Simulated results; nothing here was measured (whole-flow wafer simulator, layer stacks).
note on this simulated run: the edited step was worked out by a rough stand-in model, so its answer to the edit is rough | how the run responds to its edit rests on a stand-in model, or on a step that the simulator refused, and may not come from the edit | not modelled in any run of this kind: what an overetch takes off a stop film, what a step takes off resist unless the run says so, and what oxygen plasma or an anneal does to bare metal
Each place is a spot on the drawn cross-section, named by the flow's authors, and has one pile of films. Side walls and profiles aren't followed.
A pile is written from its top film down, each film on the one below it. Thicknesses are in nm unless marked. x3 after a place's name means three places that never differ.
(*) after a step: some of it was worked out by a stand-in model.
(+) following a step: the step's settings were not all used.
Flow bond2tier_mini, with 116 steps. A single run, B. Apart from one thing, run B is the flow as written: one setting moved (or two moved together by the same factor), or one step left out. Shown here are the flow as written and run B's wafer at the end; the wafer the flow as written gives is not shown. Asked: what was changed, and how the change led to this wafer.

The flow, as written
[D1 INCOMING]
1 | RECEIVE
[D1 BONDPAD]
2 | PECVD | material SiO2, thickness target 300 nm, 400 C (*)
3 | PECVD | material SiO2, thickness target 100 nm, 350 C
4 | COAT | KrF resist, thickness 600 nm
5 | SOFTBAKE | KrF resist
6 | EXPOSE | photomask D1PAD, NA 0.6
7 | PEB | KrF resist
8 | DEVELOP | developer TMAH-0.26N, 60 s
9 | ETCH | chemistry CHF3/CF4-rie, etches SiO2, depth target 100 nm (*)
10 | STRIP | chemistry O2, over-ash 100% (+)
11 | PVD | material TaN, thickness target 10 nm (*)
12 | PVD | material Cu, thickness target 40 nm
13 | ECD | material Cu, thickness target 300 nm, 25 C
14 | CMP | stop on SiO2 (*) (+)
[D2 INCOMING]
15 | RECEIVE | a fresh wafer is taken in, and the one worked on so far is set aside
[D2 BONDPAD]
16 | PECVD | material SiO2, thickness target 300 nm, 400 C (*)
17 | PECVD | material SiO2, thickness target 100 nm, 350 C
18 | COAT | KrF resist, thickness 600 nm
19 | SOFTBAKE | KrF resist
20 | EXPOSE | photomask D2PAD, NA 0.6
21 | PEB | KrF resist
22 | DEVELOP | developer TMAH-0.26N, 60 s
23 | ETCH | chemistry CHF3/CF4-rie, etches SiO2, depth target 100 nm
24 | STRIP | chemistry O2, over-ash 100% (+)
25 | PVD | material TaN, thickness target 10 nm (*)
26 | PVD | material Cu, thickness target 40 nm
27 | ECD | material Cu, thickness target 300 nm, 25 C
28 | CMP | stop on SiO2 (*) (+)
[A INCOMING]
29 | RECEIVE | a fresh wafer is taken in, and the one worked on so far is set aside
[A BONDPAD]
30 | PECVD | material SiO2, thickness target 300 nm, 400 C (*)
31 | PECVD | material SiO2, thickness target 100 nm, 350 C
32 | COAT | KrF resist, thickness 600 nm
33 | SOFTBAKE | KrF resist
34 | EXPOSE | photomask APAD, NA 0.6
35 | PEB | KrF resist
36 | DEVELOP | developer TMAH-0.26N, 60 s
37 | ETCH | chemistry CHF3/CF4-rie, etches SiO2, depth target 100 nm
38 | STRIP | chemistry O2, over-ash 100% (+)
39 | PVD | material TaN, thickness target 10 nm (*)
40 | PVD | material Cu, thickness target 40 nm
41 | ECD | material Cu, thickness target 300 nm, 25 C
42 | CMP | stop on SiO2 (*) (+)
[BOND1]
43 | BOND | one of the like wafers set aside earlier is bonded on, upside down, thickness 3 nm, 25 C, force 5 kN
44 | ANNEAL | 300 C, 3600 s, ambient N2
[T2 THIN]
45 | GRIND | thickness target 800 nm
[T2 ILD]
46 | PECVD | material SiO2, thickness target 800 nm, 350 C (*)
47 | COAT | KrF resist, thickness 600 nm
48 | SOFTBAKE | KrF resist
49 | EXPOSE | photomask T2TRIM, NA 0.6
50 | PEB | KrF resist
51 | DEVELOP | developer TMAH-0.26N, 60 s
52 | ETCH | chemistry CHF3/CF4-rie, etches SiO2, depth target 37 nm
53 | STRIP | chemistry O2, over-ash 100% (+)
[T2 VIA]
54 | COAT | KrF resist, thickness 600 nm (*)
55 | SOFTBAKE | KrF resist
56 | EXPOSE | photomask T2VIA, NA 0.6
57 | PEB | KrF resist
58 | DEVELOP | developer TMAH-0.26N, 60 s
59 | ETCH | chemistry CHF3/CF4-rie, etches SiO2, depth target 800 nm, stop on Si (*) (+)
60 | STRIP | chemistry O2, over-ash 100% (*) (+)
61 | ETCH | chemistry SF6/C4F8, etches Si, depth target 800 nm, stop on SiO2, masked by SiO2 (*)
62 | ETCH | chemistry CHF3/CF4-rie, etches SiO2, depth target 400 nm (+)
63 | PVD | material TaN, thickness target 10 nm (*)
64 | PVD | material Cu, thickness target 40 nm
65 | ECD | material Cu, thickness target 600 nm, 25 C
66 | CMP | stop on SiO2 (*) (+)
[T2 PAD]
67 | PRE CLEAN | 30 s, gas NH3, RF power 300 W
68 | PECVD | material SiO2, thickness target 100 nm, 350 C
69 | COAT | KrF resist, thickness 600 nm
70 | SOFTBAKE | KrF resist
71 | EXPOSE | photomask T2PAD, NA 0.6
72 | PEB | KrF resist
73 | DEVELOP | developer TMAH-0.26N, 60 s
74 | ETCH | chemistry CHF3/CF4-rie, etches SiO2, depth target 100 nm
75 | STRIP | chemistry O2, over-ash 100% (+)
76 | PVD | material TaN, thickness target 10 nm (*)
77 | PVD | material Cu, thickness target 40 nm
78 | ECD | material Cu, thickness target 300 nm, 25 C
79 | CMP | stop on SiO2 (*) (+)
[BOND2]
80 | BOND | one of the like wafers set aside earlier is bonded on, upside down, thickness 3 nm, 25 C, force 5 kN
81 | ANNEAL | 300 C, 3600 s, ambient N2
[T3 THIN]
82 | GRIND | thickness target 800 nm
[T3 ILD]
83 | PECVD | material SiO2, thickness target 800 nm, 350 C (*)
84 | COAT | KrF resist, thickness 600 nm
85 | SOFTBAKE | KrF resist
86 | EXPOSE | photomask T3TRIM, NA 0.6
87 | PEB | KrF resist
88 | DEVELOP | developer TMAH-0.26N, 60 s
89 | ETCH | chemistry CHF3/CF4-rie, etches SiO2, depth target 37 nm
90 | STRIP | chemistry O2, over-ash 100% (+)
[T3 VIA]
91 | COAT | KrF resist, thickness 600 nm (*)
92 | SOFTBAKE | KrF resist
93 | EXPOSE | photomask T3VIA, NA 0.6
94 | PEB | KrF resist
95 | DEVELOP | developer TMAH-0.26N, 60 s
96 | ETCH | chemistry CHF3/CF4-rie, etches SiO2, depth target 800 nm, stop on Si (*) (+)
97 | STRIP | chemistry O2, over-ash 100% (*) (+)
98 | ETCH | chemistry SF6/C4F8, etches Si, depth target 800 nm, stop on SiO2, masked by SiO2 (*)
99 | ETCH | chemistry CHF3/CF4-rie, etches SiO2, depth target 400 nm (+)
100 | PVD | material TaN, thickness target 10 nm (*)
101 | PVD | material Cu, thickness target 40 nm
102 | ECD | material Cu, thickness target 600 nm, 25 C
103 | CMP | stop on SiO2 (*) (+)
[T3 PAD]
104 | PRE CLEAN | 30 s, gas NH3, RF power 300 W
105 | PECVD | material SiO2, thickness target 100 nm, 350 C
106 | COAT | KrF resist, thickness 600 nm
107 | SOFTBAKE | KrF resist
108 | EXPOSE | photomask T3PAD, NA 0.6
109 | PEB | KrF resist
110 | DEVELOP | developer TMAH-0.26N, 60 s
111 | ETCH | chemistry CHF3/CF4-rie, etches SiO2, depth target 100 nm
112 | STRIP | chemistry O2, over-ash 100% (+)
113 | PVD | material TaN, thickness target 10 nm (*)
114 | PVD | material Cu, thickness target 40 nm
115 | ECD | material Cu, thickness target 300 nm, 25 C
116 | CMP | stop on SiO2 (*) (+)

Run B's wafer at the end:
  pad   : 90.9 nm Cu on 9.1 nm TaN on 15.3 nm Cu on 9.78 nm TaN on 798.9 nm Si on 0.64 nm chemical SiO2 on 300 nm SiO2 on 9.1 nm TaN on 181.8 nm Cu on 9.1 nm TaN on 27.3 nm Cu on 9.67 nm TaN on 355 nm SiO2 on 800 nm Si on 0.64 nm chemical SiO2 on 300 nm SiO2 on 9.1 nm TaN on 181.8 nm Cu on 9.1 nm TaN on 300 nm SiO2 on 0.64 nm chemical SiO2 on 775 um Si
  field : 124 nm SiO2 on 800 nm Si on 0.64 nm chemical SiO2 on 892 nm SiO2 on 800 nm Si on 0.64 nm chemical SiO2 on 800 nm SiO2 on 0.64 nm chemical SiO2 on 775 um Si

The reason: step 83, PECVD: thickness target 432 nm was run, though the flow has thickness target 800 nm.

Step by step, how the change led to this:
  83 | PECVD | material SiO2, thickness target 800 nm, 350 C (*)
      field, pad: +432 SiO2 (new film) (it would be, as written: +800 SiO2 (new film))
  96 | ETCH | chemistry CHF3/CF4-rie, etches SiO2, depth target 800 nm, stop on Si (*) (+)
      field, pad: -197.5 KrF resist (it would be, as written: -266.7 KrF resist)
  97 | STRIP | chemistry O2, over-ash 100% (*) (+)
      field: -373.1 KrF resist (all of it) (it would be, as written: -303.9 KrF resist (all of it))
      pad: -405.1 KrF resist (all of it) (it would be, as written: -336 KrF resist (all of it))
  99 | ETCH | chemistry CHF3/CF4-rie, etches SiO2, depth target 400 nm (+)
      pad: -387 SiO2 (all of it), -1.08 Si (it would be, as written: -400 SiO2)
